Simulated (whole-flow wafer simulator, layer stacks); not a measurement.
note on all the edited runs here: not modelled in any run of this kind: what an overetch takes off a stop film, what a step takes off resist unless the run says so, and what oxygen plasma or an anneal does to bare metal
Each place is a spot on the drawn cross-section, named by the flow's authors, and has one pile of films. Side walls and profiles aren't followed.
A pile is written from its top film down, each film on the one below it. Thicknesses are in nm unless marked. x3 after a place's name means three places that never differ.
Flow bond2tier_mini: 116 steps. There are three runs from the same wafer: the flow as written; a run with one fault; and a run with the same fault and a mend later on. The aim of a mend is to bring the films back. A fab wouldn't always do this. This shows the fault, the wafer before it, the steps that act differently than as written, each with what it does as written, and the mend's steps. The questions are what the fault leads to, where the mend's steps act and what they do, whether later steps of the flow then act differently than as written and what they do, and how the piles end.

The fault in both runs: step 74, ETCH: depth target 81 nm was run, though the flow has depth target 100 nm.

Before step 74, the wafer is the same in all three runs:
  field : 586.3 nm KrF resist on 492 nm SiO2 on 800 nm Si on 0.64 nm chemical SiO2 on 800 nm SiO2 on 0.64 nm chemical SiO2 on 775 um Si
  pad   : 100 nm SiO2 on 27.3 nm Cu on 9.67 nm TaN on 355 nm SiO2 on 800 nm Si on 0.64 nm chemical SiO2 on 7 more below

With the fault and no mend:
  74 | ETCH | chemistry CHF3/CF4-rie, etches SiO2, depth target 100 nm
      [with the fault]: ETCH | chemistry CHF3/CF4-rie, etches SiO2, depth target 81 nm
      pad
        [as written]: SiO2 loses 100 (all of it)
        [with the fault]: SiO2 loses 81
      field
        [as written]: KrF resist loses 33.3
        [with the fault]: KrF resist loses 27
  Later steps of the flow acting differently than as written (3 other steps are not shown; they differ only slightly, by no more than 2% or 0.5 nm, whichever is larger):
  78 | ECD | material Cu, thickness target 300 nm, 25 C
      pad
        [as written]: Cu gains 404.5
        [with the fault]: Cu gains 384.7
  At pad, the piles at the end differ from the flow's by more than 2% or 0.5 nm, whichever is larger.
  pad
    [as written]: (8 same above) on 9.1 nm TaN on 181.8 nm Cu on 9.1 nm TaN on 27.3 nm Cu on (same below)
    [with the fault]: (8 same above) on 9.1 nm TaN on 162.6 nm Cu on 9.27 nm TaN on 19 nm SiO2 on 27.3 nm Cu on (same below)

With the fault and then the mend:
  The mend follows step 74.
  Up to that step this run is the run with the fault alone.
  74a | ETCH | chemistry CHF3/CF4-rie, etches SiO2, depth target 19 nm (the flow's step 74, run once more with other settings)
      field
        KrF resist loses 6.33
      pad
        SiO2 loses 19 (all of it)
  Every later step of the flow that is run acts as written at every place that is followed.
  By the end, the piles equal the flow's at every place that both follow.
